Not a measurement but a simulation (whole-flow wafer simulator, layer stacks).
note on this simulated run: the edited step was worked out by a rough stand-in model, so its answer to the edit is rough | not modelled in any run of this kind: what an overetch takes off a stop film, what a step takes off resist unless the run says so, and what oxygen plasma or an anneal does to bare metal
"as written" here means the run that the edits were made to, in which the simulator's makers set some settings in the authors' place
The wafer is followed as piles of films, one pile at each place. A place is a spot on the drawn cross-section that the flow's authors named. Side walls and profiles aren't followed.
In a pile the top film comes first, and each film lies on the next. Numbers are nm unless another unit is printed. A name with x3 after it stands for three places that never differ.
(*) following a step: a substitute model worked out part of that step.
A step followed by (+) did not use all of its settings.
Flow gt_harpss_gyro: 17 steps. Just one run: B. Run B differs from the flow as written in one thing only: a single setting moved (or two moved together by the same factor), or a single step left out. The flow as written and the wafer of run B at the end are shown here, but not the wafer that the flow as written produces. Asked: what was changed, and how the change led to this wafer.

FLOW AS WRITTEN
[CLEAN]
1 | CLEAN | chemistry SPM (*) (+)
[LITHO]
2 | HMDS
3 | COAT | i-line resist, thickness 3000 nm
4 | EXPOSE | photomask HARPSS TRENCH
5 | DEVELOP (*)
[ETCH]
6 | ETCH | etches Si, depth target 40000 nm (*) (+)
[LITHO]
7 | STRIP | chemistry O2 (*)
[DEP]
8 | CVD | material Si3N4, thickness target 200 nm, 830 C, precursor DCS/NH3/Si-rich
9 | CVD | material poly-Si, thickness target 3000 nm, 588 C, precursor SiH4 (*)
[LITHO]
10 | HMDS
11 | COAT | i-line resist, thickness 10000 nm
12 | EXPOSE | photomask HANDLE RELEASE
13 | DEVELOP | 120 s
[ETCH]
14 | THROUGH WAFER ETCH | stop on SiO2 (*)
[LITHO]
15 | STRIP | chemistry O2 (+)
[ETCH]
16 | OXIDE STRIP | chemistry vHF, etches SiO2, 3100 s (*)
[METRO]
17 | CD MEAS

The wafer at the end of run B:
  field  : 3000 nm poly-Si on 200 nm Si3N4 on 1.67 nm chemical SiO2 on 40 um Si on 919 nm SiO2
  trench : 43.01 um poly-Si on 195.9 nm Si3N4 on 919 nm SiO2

What caused this: step 16, OXIDE STRIP: 1395 s was run, whereas the flow has 3100 s.

How this came from the change, step by step:
  16 | OXIDE STRIP | chemistry vHF, etches SiO2, 3100 s (*)
      field: under 4 films: -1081 SiO2 (in the flow as written it would be: under 4 films: -2000 SiO2 (all of it))
      trench: under 2 films: -1081 SiO2 (in the flow as written it would be: under 2 films: -2000 SiO2 (all of it))
